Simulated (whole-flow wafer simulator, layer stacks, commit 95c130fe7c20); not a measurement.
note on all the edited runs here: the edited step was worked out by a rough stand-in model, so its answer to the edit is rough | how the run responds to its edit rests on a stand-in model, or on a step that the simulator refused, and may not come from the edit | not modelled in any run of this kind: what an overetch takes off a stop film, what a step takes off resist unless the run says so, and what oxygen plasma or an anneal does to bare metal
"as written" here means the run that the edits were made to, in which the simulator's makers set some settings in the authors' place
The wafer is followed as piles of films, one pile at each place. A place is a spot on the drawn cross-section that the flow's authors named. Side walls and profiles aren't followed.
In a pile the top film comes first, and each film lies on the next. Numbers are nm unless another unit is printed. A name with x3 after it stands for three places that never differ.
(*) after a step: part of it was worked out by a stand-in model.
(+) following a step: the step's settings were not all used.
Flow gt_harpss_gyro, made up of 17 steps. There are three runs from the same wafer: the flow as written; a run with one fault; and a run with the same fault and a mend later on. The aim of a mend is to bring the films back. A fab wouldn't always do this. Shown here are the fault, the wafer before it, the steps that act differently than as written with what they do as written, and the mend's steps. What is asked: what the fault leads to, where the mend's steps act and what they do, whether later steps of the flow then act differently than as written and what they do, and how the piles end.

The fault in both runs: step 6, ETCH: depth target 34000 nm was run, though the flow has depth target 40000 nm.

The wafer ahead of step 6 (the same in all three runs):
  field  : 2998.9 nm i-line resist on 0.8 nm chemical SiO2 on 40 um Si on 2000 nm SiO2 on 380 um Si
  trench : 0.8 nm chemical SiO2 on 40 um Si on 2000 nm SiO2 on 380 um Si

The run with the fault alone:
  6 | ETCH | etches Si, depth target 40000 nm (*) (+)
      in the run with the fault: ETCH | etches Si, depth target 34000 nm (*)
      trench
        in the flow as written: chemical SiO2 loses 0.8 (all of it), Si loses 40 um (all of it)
        in the run with the fault: chemical SiO2 loses 0.8 (all of it), Si loses 34 um
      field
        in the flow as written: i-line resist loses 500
        in the run with the fault: i-line resist loses 425
  Steps further on in the flow that do not act as written (3 more steps, not shown, differ only slightly: by at most 2% or 0.5 nm, whichever is larger):
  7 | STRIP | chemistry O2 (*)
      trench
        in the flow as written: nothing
        in the run with the fault: chemical SiO2 gains 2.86 (new film), Si loses 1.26
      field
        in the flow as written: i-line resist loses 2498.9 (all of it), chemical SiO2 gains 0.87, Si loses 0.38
        in the run with the fault: i-line resist loses 2573.9 (all of it), chemical SiO2 gains 0.88, Si loses 0.39
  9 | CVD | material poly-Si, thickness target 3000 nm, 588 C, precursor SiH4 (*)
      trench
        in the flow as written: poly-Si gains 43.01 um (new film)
        in the run with the fault: poly-Si gains 37 um (new film)
  The piles end different from the flow's at trench by more than 2% or 0.5 nm, whichever is larger.
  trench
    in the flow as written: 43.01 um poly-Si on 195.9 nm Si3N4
    in the run with the fault: 37 um poly-Si on 196.8 nm Si3N4 on 2.86 nm chemical SiO2 on 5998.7 nm Si

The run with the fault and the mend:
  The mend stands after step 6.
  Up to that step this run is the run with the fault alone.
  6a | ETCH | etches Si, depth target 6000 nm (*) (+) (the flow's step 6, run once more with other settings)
      field
        i-line resist loses 75
      trench
        Si loses 5999.9 (all of it)
  None of the later steps of the flow acts differently than as written at any place that is followed.
  At every place that both follow, the piles at the end match the flow's.
